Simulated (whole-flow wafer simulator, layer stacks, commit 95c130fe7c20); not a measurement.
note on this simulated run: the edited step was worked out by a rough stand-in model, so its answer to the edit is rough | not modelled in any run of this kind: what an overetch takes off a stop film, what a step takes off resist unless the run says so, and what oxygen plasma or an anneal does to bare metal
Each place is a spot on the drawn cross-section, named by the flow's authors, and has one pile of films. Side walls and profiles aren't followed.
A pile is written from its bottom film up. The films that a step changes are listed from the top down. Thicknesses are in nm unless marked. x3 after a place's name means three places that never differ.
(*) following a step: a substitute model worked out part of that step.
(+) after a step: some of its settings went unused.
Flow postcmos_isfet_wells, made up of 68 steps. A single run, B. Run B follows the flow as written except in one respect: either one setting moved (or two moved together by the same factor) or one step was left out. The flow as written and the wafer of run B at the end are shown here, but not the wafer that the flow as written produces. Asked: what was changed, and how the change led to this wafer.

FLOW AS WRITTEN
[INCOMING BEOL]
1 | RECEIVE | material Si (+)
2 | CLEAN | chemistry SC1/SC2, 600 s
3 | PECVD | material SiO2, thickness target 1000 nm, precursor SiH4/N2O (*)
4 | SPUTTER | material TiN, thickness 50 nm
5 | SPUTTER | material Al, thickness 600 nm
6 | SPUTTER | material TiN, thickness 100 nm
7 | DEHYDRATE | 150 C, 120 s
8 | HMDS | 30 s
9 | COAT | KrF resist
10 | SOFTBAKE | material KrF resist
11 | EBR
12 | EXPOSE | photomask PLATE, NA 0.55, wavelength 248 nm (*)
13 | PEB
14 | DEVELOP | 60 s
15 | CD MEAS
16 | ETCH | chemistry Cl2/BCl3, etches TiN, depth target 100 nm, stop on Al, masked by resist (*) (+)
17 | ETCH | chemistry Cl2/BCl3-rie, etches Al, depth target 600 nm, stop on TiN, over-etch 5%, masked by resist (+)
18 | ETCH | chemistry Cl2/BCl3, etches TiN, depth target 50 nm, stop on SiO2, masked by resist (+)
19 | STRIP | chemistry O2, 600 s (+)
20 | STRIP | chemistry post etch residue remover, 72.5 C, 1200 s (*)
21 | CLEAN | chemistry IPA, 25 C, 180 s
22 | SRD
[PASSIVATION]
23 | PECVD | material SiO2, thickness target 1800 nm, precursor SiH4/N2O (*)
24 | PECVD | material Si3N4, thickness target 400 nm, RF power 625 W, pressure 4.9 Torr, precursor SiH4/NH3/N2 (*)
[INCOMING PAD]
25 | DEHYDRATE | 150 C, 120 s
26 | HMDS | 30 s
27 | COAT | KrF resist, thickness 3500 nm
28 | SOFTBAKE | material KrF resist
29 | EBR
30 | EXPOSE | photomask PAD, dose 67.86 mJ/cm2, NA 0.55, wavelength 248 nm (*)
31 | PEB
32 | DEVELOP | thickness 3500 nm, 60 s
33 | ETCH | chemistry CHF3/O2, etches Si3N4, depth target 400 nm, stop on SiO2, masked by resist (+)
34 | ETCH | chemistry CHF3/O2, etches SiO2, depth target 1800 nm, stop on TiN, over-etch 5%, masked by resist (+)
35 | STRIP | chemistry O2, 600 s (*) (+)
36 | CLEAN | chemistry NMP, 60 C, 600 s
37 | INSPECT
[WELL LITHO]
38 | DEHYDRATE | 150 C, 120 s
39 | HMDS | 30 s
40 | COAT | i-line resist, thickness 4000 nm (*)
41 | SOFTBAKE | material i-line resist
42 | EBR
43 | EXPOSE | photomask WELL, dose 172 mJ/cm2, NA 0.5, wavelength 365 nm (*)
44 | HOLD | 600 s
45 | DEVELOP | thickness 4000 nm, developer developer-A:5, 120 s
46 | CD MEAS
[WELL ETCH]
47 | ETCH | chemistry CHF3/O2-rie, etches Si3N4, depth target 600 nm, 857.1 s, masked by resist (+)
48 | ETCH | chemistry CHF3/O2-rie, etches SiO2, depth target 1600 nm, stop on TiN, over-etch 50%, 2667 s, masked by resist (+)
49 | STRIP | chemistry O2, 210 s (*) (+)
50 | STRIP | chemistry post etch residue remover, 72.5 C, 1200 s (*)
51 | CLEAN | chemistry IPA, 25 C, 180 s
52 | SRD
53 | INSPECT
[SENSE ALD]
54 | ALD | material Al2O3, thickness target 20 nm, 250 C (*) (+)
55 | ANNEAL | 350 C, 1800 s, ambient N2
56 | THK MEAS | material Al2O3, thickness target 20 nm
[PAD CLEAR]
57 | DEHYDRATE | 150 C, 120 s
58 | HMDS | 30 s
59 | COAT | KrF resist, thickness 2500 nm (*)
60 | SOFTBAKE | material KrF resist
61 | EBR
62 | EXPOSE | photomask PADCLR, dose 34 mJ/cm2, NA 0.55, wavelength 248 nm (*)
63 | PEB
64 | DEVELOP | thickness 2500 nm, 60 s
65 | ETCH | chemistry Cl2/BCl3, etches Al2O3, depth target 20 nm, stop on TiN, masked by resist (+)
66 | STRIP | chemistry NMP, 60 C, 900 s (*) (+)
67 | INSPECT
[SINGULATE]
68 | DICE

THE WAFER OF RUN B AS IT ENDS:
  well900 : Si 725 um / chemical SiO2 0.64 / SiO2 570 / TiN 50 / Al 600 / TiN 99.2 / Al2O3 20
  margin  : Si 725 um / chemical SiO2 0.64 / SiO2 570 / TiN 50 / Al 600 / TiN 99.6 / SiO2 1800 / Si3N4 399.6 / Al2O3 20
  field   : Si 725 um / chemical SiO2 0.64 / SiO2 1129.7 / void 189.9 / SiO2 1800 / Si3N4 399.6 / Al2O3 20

What caused this: step 3, PECVD: thickness target 570 nm was run, while the flow as written has thickness target 1000 nm.
The wafer itself shows it: well900 has SiO2 570, and step 3 as written asks for 1000 nm.

How this came from the change, step by step:
  3 | PECVD | material SiO2, thickness target 1000 nm, precursor SiH4/N2O (*)
      field, margin, well900, well1300 x3, pad_rim, pad_clr, pad_open: SiO2 gains 570 (new film) (in the flow as written it would be: SiO2 gains 1000 (new film))
